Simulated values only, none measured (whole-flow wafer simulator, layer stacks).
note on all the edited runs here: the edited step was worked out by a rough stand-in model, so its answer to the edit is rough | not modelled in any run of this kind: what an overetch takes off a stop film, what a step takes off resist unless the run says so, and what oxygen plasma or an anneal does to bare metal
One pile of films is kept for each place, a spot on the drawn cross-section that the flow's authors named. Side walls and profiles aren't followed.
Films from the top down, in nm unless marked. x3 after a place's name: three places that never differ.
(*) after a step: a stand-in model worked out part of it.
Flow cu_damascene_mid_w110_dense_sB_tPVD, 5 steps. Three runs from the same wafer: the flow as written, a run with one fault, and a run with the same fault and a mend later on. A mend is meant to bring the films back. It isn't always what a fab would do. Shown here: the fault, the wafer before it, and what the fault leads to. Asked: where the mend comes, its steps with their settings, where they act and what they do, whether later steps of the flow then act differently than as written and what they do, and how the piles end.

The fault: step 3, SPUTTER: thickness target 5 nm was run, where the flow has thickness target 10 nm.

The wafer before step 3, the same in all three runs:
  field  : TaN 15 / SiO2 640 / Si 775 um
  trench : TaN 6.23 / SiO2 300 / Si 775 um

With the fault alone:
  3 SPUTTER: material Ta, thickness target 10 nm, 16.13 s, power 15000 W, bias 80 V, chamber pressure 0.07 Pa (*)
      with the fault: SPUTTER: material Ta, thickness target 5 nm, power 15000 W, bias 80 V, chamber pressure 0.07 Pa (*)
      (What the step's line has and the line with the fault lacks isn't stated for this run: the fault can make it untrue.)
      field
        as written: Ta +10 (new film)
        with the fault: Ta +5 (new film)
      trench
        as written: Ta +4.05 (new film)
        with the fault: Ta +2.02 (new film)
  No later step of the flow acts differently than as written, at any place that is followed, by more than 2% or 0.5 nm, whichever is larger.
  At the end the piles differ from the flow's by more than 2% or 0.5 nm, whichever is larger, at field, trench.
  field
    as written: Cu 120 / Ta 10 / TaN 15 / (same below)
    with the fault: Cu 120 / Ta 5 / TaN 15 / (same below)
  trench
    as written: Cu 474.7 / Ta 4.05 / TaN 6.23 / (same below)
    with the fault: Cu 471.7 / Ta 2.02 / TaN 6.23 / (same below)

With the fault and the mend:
  The mend comes after step 3.
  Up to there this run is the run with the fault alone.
  3a SPUTTER: material Ta, thickness target 5 nm, power 15000 W, bias 80 V, chamber pressure 0.07 Pa (*) (the flow's step 3 once more, with other settings)
      field
        Ta +5
      trench
        Ta +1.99
  No later step of the flow acts differently than as written, at any place that is followed, by more than 2% or 0.5 nm, whichever is larger.
  At the end the piles differ from the flow's only slightly at the places that both follow, by at most 2% or 0.5 nm, whichever is larger.
